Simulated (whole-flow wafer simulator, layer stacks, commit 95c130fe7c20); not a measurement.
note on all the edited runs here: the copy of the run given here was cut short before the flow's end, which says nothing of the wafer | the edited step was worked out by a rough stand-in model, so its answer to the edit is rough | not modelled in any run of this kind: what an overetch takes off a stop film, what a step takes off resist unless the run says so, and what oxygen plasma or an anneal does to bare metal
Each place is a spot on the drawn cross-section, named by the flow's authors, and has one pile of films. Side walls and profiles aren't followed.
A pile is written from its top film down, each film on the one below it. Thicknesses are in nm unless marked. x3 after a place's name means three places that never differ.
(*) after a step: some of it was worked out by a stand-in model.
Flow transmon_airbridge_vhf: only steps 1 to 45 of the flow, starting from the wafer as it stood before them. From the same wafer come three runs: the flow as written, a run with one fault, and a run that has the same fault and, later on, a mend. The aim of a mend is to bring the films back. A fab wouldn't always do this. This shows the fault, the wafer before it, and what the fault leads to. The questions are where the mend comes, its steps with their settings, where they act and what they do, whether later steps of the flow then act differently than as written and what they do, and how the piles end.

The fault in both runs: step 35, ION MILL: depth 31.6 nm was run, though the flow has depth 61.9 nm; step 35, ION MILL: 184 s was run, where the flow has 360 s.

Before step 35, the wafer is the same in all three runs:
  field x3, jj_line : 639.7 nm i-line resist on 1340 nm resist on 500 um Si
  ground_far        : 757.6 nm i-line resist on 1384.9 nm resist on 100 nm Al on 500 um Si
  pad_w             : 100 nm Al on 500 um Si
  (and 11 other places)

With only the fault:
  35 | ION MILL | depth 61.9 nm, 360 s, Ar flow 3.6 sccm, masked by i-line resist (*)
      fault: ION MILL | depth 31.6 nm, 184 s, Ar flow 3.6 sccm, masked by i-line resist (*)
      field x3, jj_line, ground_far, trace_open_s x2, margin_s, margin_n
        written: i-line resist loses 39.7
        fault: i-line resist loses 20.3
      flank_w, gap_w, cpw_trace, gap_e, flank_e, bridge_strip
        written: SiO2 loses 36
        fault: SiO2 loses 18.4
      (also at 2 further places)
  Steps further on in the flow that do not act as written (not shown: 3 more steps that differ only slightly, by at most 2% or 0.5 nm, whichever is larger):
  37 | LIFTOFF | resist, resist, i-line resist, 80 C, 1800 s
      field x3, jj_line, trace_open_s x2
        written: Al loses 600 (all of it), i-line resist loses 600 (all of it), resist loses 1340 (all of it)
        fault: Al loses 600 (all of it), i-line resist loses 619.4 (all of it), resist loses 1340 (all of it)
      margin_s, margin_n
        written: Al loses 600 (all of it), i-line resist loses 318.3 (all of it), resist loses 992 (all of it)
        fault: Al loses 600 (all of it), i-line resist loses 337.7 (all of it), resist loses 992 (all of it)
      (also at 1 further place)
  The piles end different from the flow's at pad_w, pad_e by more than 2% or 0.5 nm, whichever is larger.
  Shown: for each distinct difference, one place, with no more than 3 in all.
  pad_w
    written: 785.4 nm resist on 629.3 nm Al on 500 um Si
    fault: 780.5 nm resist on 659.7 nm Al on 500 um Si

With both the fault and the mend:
  The mend stands after step 35.
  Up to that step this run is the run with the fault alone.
  35a | ION MILL | depth 30.3 nm, 176.2 s, Ar flow 3.6 sccm, masked by i-line resist (*) (the flow's step 35, run once more with other settings)
      field x3, jj_line, ground_far, trace_open_s x2, margin_s, margin_n
        i-line resist loses 19.5
      flank_w, gap_w, cpw_trace, gap_e, flank_e, bridge_strip
        SiO2 loses 17.6
      pad_w, pad_e
        Al loses 30.3
  Later steps of the flow that are run all act as written at every place that is followed, up to a difference of at most 2% or 0.5 nm, whichever is larger.
  At every place that both follow, the piles at the end match the flow's.
